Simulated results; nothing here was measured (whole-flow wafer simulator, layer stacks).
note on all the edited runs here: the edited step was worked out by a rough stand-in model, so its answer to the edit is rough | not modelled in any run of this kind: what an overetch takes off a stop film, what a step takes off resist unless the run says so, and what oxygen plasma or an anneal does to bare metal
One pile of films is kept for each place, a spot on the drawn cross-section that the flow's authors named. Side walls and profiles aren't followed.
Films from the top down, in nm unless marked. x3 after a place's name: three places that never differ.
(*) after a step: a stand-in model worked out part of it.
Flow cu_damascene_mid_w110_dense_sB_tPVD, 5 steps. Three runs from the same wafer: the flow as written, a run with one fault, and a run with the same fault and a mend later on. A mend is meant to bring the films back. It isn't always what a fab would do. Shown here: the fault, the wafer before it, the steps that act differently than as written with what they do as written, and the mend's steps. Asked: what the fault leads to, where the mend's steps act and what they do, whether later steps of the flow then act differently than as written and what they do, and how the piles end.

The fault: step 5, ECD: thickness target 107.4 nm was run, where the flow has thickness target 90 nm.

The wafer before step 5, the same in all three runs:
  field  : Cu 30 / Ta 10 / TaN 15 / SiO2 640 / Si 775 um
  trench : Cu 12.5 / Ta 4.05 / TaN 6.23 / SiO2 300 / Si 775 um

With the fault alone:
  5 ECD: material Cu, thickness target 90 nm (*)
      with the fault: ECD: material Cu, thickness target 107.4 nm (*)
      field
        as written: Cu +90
        with the fault: Cu +107.4
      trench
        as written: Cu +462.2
        with the fault: Cu +479.6
  No later step of the flow acts differently than as written at any place that is followed.
  At the end the piles differ from the flow's by more than 2% or 0.5 nm, whichever is larger, at field, trench.
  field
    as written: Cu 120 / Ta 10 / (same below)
    with the fault: Cu 137.4 / Ta 10 / (same below)
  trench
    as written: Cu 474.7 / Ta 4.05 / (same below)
    with the fault: Cu 492.1 / Ta 4.05 / (same below)

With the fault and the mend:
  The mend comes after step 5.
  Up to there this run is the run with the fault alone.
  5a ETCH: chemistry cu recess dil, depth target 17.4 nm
      field, trench
        Cu -17.4
  No later step of the flow acts differently than as written at any place that is followed.
  At the end the piles are the same as the flow's at every place that both follow.
